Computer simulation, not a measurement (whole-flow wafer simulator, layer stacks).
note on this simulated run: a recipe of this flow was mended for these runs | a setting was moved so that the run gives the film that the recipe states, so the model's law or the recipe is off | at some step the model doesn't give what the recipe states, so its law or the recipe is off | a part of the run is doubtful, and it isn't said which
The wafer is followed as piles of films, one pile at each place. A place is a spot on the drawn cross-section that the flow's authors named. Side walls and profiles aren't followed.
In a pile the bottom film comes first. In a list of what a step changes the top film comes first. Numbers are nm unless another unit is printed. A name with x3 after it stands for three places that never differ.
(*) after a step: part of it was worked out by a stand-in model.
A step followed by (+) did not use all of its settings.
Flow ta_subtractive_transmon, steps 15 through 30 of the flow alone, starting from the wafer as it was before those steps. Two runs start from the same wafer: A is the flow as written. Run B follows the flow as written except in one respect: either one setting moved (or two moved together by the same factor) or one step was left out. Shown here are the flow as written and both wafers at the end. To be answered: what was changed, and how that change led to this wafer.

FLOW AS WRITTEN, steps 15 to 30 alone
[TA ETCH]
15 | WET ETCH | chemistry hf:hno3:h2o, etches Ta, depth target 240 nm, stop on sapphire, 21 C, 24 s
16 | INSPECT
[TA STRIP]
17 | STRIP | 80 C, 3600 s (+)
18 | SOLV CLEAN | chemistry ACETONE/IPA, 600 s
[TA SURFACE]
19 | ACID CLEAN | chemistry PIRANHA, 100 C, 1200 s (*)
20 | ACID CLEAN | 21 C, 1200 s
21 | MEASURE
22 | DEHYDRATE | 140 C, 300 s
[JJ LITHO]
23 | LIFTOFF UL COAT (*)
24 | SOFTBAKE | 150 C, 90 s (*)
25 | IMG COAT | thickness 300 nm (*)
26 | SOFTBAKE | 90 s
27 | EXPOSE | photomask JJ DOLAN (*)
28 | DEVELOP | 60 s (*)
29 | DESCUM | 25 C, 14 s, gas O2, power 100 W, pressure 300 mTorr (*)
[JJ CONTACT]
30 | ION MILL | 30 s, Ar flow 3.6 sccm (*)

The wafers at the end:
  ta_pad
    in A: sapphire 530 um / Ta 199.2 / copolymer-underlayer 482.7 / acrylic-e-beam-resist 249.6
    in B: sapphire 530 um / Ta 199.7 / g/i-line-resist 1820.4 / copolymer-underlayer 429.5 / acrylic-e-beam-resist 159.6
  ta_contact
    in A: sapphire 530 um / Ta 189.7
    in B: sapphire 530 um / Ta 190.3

The reason: step 17, STRIP: 80 C, 3600 s (+), was skipped.

How this came from the change, step by step:
  23 | LIFTOFF UL COAT (*)
      lead: A copolymer-underlayer gains 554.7 (new film) | B copolymer-underlayer gains 873.7 (new film)
      ta_contact: A copolymer-underlayer gains 443.9 (new film) | B copolymer-underlayer gains 256.8 (new film)
      (also at 1 further place)
  25 | IMG COAT | thickness 300 nm (*)
      lead: A acrylic-e-beam-resist gains 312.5 (new film) | B acrylic-e-beam-resist gains 416.8 (new film)
      ta_contact: A acrylic-e-beam-resist gains 287.5 (new film) | B acrylic-e-beam-resist gains 194 (new film)
      (also at 1 further place)
  28 | DEVELOP | 60 s (*)
      ta_contact: A acrylic-e-beam-resist loses 287.5 (all of it), copolymer-underlayer loses 443.9 (all of it) | B acrylic-e-beam-resist loses 194 (all of it), copolymer-underlayer loses 256.8 (all of it), g/i-line-resist loses 1820.4 (all of it)
      lead: A acrylic-e-beam-resist loses 312.5 (all of it), copolymer-underlayer loses 554.7 (all of it) | B acrylic-e-beam-resist loses 416.8 (all of it), copolymer-underlayer loses 873.7 (all of it)
